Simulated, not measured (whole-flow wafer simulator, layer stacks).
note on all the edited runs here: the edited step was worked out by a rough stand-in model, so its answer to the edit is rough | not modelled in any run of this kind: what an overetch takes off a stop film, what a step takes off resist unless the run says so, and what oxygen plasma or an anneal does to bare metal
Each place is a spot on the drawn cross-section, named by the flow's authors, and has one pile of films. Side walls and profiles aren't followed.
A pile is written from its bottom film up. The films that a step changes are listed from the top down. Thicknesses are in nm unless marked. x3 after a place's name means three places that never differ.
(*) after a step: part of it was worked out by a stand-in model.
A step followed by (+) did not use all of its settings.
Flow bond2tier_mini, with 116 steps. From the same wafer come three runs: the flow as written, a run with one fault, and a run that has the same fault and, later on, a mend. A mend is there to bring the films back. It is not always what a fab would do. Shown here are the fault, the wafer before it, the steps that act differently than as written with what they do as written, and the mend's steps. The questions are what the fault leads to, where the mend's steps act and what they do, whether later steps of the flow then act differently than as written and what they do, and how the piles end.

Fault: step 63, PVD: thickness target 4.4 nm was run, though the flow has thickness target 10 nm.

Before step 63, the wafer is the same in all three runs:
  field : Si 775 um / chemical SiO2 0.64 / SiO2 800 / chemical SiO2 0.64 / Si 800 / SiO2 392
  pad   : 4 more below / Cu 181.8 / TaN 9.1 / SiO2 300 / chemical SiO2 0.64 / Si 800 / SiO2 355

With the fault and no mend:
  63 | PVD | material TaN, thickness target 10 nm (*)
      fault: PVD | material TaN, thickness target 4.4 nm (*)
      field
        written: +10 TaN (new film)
        fault: +4.4 TaN (new film)
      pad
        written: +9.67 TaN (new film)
        fault: +4.25 TaN (new film)
  Steps later in the flow that act otherwise than as written (1 other step is not shown; it differs only slightly, by no more than 2% or 0.5 nm, whichever is larger):
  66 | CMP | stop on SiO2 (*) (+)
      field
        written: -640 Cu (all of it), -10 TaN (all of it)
        fault: -640 Cu (all of it), -4.4 TaN (all of it)
  At pad, the piles at the end differ from the flow's by more than 2% or 0.5 nm, whichever is larger.
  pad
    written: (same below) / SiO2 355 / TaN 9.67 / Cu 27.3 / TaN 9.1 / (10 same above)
    fault: (same below) / SiO2 355 / TaN 4.25 / Cu 32.7 / TaN 9.1 / (10 same above)

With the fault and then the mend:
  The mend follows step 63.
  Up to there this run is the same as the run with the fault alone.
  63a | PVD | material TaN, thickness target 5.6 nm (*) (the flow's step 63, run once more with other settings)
      field
        +5.6 TaN
      pad
        +5.41 TaN
  None of the later steps of the flow acts differently than as written at any place that is followed.
  When the end is reached, the piles differ only a little from the flow's at the places that both follow, at most by 2% or 0.5 nm, whichever is larger.
